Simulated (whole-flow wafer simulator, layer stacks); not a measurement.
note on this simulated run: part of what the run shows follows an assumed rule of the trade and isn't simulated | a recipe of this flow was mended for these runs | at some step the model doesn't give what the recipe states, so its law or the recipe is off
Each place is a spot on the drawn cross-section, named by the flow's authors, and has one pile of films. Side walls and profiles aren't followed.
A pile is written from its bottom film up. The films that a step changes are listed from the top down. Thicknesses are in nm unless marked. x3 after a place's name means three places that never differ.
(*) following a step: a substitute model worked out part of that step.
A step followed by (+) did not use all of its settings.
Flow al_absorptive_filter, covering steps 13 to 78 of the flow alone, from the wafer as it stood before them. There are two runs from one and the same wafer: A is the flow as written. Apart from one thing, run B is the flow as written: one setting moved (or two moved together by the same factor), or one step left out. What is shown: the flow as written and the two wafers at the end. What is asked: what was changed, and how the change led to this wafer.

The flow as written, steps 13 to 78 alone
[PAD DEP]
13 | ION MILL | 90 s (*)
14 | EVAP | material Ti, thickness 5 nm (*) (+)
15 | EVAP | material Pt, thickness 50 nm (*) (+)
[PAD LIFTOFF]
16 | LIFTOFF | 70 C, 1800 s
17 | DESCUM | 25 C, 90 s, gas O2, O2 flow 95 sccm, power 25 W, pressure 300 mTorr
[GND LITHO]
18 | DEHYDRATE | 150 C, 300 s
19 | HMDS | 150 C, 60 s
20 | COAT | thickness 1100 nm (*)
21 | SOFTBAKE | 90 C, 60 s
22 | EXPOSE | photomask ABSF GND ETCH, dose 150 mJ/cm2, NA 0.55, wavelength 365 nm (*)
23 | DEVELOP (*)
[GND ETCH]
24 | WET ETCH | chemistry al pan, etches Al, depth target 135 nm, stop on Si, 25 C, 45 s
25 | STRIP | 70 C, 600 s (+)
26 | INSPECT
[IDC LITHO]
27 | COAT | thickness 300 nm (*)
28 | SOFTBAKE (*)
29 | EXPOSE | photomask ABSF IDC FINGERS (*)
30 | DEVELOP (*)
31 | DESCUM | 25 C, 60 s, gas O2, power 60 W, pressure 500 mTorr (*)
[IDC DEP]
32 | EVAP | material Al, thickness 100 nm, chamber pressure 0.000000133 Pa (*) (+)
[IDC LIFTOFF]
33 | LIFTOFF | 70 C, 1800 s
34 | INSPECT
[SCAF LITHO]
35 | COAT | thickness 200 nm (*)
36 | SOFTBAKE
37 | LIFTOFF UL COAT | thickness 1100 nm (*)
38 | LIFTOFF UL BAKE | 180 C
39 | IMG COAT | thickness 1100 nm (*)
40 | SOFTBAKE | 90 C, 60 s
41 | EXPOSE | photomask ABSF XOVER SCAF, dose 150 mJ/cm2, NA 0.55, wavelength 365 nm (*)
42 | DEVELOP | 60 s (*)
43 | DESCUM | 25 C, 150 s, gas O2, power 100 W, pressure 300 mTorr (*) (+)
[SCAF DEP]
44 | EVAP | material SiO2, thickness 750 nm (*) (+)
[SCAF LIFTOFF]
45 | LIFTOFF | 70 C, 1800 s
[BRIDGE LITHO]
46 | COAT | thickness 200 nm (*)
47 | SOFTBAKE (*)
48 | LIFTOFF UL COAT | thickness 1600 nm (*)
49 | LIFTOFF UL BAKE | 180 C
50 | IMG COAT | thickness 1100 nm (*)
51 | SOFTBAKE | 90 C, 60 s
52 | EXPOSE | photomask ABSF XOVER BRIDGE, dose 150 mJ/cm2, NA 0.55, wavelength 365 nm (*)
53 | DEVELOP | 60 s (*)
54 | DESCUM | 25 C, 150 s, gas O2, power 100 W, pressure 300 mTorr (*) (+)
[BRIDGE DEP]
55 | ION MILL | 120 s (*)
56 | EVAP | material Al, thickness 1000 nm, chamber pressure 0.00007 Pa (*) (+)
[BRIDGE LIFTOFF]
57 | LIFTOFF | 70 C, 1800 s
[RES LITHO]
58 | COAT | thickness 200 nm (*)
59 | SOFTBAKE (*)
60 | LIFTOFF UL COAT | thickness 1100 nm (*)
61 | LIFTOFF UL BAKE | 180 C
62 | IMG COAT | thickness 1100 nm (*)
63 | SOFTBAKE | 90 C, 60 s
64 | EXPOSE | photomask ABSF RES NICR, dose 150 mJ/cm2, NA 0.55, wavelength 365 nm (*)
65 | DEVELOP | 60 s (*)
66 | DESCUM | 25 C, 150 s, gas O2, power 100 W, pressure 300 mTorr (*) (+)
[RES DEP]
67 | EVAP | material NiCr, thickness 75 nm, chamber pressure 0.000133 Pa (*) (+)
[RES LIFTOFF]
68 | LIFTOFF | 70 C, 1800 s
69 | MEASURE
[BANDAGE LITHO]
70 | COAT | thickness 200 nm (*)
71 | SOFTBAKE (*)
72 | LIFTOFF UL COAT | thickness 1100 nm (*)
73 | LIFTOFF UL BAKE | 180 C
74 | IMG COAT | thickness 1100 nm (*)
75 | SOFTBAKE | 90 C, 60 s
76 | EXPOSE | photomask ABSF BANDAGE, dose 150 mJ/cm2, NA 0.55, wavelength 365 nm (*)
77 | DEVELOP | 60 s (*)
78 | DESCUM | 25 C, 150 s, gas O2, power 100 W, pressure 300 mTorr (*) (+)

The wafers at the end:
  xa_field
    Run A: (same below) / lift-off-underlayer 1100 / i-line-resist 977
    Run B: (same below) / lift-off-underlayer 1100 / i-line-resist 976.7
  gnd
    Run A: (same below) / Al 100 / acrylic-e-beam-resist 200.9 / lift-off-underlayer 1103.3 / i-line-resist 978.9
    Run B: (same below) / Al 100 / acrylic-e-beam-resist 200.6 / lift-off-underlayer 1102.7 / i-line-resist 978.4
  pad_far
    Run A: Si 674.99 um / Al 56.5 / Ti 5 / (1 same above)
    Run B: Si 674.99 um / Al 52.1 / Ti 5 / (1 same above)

Cause: step 13, ION MILL: 103 s was run, while the flow as written has 90 s.

How this came from the change, step by step:
  13 | ION MILL | 90 s (*)
      gnd, ledge, res and 9 more: A i-line-resist loses 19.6 | B i-line-resist loses 22.5
      pad_far, pad_near: A Al loses 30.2 | B Al loses 34.5
